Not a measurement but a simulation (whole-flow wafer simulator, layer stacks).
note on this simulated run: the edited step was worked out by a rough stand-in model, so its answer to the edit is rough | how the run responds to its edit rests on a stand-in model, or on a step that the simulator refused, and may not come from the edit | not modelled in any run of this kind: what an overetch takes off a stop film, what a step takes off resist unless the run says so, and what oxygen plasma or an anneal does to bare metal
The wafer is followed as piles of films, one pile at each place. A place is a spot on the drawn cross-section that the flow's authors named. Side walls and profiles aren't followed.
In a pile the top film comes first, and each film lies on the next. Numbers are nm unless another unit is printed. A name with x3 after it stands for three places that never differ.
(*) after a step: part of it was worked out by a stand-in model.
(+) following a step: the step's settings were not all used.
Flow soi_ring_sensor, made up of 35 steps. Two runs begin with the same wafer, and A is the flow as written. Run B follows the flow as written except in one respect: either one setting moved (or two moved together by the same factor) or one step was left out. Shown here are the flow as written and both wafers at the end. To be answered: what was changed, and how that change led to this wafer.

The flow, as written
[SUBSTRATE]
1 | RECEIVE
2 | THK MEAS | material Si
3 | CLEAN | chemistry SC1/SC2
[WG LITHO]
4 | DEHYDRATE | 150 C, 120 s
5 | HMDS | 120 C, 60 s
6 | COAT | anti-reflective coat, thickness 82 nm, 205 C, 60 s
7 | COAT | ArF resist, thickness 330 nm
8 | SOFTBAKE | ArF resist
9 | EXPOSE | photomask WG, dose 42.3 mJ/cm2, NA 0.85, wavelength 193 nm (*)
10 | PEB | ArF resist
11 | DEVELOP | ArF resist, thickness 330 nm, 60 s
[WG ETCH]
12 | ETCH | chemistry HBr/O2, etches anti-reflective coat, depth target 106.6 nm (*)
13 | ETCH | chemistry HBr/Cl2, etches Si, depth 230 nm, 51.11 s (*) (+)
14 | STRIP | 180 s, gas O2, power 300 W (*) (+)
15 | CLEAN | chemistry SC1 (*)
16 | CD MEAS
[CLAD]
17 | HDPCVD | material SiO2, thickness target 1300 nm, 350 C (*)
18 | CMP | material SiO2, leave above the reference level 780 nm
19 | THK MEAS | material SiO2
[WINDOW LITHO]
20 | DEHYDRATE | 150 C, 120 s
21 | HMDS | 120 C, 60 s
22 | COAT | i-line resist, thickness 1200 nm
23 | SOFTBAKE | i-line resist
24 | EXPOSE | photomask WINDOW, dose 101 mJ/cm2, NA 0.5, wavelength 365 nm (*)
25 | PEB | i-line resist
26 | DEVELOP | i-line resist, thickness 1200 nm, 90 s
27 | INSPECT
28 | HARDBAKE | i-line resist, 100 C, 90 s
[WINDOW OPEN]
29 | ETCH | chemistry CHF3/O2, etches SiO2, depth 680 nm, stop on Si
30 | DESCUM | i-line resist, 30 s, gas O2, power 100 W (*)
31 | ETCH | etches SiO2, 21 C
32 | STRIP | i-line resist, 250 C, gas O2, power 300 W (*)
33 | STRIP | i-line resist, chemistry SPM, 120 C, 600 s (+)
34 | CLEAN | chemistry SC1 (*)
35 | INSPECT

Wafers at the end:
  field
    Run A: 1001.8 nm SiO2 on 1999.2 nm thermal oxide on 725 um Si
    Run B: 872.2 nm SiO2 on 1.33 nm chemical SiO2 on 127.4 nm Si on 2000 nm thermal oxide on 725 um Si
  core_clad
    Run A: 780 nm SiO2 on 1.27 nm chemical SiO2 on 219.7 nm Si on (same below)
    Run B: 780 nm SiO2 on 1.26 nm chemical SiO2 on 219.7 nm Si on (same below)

What caused this: step 13, ETCH: depth 92 nm was run, while the flow as written has depth 230 nm; step 13, ETCH: 20.44 s was run, where the flow has 51.11 s.

Step by step, how the change led to this:
  13 | ETCH | chemistry HBr/Cl2, etches Si, depth 230 nm, 51.11 s (*) (+)
      gap, window, field, gap_clad: A Si loses 220 (all of it), thermal oxide loses 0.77 | B Si loses 92
      core, core_clad: A ArF resist loses 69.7 | B ArF resist loses 27.9
  14 | STRIP | 180 s, gas O2, power 300 W (*) (+)
      gap, window, field, gap_clad: A nothing | B chemical SiO2 gains 1.33 (new film), Si loses 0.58
      core, core_clad: A ArF resist loses 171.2 (all of it), anti-reflective coat loses 82 (all of it), chemical SiO2 gains 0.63, Si loses 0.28 | B ArF resist loses 213 (all of it), anti-reflective coat loses 82 (all of it), chemical SiO2 gains 0.62, Si loses 0.27
  18 | CMP | material SiO2, leave above the reference level 780 nm
      gap, window, field, gap_clad: A SiO2 loses 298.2 | B SiO2 loses 427.8
